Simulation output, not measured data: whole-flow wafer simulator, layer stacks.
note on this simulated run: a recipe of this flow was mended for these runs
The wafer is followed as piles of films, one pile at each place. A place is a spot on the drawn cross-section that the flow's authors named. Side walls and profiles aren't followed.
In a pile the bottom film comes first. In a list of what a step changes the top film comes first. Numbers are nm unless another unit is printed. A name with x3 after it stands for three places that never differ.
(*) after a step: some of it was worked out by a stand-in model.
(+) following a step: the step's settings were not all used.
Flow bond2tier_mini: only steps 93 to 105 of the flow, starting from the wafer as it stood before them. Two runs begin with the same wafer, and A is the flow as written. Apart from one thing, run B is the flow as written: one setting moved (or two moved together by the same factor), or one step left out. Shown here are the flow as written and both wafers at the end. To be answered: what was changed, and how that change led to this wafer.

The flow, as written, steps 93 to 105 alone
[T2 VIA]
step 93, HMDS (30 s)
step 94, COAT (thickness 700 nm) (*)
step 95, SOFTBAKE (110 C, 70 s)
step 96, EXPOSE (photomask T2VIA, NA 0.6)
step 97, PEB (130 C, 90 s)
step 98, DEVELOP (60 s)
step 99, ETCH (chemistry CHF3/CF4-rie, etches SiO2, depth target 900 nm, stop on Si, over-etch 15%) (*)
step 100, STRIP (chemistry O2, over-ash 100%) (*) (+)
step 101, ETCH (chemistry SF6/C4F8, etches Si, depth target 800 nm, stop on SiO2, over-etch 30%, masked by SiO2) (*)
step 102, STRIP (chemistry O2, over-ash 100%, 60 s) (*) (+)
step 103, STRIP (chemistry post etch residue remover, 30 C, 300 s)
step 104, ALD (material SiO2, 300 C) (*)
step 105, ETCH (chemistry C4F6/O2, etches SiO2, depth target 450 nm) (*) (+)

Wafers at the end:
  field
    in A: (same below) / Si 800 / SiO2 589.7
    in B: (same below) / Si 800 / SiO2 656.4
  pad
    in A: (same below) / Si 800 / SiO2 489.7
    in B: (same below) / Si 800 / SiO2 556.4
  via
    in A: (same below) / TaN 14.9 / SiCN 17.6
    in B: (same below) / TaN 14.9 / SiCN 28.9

Cause: step 105, ETCH: depth target 383.3 nm was run, though the flow has depth target 450 nm.

How this came from the change, step by step:
  step 105, ETCH (chemistry C4F6/O2, etches SiO2, depth target 450 nm) (*) (+)
      field, pad: A SiO2 loses 450 | B SiO2 loses 383.3
      via: A SiO2 loses 348.1 (all of it), SiCN loses 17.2 | B SiO2 loses 348.1 (all of it), SiCN loses 5.93
